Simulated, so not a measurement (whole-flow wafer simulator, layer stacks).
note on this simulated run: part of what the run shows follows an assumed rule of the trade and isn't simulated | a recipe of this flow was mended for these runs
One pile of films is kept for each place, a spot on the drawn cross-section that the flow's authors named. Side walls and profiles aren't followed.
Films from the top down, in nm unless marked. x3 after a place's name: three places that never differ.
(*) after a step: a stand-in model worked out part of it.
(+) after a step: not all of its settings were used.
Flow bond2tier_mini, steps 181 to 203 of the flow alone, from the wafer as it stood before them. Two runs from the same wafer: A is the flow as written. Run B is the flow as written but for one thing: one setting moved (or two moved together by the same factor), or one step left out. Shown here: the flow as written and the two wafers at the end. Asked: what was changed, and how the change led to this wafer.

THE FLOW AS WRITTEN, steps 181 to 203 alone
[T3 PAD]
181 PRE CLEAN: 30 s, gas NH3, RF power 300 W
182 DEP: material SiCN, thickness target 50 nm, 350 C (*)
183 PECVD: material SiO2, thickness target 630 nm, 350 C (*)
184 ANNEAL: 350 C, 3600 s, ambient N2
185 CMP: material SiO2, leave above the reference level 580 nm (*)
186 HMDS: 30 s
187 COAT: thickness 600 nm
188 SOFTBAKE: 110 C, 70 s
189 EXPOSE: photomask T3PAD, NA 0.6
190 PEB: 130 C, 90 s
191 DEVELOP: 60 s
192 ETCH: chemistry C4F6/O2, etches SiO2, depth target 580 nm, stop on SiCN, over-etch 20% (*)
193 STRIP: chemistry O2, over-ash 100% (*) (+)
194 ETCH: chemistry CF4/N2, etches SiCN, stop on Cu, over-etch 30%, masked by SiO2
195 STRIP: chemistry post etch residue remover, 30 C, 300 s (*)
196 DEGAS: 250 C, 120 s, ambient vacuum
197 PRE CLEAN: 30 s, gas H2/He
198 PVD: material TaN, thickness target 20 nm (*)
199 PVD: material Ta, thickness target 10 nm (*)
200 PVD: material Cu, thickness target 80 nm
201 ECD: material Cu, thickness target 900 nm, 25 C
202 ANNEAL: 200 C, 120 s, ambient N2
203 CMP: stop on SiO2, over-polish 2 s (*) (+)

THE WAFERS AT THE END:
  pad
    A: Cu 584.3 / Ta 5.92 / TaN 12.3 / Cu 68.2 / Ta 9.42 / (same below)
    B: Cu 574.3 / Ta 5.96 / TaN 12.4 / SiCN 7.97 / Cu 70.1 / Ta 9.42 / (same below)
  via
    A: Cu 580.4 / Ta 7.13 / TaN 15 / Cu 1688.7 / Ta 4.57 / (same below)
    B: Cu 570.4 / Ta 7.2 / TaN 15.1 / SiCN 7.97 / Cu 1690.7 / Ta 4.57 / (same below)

The cause: step 192, ETCH: depth target 498.3 nm was run, where the flow has depth target 580 nm.

How the change led to this, step by step:
  192 ETCH: chemistry C4F6/O2, etches SiO2, depth target 580 nm, stop on SiCN, over-etch 20% (*)
      pad, via: A SiO2 -580 (all of it), SiCN -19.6 | B SiO2 -580 (all of it), SiCN -3.03
      field: A thick-KrF-resist -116 | B thick-KrF-resist -99.7
  193 STRIP: chemistry O2, over-ash 100% (*) (+)
      field: A thick-KrF-resist -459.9 (all of it) | B thick-KrF-resist -476.3 (all of it)
  194 ETCH: chemistry CF4/N2, etches SiCN, stop on Cu, over-etch 30%, masked by SiO2
      pad, via: A SiCN -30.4 (all of it), Cu -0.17 | B SiCN -39
  195 STRIP: chemistry post etch residue remover, 30 C, 300 s (*)
      pad, via: A Cu -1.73 | B nothing
Counting metal films that touch as one body, pad has 4 bodies (between them, from the top down: SiCN 7.97; SiO2 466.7 / Si 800 / chemical SiO2 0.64 / SiO2 300 / SiCN 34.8; SiO2 466.7 / Si 800 / chemical SiO2 0.64 / SiO2 300 / SiCN 34.8); the flow as written gives 3 bodies (between them, from the top down: SiO2 466.7 / Si 800 / chemical SiO2 0.64 / SiO2 300 / SiCN 34.8; SiO2 466.7 / Si 800 / chemical SiO2 0.64 / SiO2 300 / SiCN 34.8).
Counting metal films that touch as one body, via has 2 bodies (between them, from the top down: SiCN 7.97); the flow as written gives 1 body.
